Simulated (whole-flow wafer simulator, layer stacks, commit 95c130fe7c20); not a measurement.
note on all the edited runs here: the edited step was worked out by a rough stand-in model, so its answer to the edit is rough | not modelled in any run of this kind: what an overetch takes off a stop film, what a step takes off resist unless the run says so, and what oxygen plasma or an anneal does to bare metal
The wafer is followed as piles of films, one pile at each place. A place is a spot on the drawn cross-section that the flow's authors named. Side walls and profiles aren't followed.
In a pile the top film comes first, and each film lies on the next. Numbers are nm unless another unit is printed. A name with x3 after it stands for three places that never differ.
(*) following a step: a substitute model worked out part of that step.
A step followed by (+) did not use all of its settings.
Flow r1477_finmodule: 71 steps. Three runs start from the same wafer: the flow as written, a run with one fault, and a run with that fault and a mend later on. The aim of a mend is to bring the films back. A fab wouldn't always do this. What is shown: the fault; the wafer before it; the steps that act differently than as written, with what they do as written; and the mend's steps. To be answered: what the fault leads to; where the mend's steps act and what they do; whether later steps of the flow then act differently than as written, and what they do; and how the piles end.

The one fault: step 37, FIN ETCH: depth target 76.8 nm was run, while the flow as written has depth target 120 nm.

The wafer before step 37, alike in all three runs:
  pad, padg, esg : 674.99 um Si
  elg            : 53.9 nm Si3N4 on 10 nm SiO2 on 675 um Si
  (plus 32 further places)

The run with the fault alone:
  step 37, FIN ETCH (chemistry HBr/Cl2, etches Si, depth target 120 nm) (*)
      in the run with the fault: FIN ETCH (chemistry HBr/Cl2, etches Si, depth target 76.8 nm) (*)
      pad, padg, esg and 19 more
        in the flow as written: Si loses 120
        in the run with the fault: Si loses 76.8
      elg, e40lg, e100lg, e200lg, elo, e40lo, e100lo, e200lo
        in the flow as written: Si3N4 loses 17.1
        in the run with the fault: Si3N4 loses 11
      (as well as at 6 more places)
  Later steps of the flow acting differently than as written (not shown: 3 more steps that differ only slightly, by at most 2% or 0.5 nm, whichever is larger):
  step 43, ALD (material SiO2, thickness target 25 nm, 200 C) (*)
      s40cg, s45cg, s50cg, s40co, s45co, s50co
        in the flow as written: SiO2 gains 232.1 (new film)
        in the run with the fault: SiO2 gains 192.2 (new film)
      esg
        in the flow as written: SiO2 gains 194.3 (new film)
        in the run with the fault: SiO2 gains 157.2 (new film)
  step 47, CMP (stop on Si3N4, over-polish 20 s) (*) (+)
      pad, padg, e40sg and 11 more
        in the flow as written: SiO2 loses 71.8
        in the run with the fault: SiO2 loses 115
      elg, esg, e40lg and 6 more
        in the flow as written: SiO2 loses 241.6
        in the run with the fault: SiO2 loses 247.8
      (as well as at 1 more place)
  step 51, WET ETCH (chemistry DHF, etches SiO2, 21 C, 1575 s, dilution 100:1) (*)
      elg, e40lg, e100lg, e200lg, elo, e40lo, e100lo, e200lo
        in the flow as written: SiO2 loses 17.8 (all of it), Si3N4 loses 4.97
        in the run with the fault: SiO2 loses 11.7 (all of it), Si3N4 loses 5.47
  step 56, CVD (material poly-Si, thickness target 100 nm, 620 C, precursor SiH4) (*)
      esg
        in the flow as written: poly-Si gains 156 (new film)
        in the run with the fault: poly-Si gains 161.6 (new film)
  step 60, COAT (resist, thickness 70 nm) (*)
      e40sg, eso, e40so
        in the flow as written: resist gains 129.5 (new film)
        in the run with the fault: resist gains 134.8 (new film)
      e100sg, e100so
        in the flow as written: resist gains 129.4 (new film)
        in the run with the fault: resist gains 134.7 (new film)
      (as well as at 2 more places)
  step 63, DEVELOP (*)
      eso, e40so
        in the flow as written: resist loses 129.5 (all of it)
        in the run with the fault: resist loses 134.8 (all of it)
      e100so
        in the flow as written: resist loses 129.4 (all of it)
        in the run with the fault: resist loses 134.7 (all of it)
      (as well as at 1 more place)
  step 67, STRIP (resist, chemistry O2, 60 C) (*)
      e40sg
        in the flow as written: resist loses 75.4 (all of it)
        in the run with the fault: resist loses 80.7 (all of it)
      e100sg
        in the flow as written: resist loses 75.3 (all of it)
        in the run with the fault: resist loses 80.6 (all of it)
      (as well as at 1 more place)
  By the end, the piles at pad, padg, elg and 27 more depart from the flow's by more than 2% or 0.5 nm, whichever is larger.
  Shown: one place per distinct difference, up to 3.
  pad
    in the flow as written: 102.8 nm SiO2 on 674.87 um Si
    in the run with the fault: 59.7 nm SiO2 on 674.91 um Si
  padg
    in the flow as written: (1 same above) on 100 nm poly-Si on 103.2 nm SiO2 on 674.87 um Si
    in the run with the fault: (1 same above) on 100 nm poly-Si on 60.2 nm SiO2 on 674.91 um Si
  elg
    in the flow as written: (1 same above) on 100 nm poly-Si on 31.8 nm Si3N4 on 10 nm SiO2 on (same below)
    in the run with the fault: (1 same above) on 100 nm poly-Si on 37.4 nm Si3N4 on 10 nm SiO2 on (same below)

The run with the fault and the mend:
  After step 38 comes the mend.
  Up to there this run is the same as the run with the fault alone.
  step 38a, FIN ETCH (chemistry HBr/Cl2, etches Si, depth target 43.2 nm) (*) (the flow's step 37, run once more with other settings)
      pad, padg, esg and 19 more
        Si loses 43.2
      elg, e40lg, e100lg, e200lg, elo, e40lo, e100lo, e200lo
        Si3N4 loses 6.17
      s40sg_line, s45sg_line, s50sg_line, s40so_line, s45so_line, s50so_line
        SiO2 loses 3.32
  Every later step of the flow that is run acts as written at every place that is followed.
  At every place that both follow, the piles at the end match the flow's.
